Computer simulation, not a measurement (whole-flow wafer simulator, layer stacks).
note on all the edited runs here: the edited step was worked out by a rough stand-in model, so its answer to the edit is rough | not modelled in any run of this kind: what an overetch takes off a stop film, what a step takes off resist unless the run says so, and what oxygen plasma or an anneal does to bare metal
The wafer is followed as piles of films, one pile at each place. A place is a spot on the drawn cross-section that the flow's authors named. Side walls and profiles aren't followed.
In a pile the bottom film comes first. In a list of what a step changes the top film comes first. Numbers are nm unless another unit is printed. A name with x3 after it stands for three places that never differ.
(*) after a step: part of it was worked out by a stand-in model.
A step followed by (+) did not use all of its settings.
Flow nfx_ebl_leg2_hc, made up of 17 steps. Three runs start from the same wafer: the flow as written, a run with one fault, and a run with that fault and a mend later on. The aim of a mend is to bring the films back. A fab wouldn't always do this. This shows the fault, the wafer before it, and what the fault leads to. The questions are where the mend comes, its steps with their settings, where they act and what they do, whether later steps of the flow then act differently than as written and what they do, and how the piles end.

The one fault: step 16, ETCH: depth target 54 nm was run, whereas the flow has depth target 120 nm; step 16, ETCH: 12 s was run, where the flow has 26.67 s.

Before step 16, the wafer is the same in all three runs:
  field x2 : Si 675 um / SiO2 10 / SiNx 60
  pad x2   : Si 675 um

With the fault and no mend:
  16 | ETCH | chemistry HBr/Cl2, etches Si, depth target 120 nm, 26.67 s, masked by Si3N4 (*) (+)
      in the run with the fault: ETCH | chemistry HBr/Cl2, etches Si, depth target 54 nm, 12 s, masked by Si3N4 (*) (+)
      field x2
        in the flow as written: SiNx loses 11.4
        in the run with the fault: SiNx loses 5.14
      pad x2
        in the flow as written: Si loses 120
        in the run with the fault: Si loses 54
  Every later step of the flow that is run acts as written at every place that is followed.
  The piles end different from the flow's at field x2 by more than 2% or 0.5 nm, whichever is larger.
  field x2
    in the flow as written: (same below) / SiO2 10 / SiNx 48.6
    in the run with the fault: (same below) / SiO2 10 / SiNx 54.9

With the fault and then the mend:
  The mend follows step 17.
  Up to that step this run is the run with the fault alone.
  17a | ETCH | chemistry HBr/Cl2, etches Si, depth target 66 nm, 14.67 s, masked by Si3N4 (*) (+) (the flow's step 16, run once more with other settings)
      field x2
        SiNx loses 6.29
      pad x2
        Si loses 66
  Every later step of the flow that is run acts as written at every place that is followed.
  By the end, the piles equal the flow's at every place that both follow.
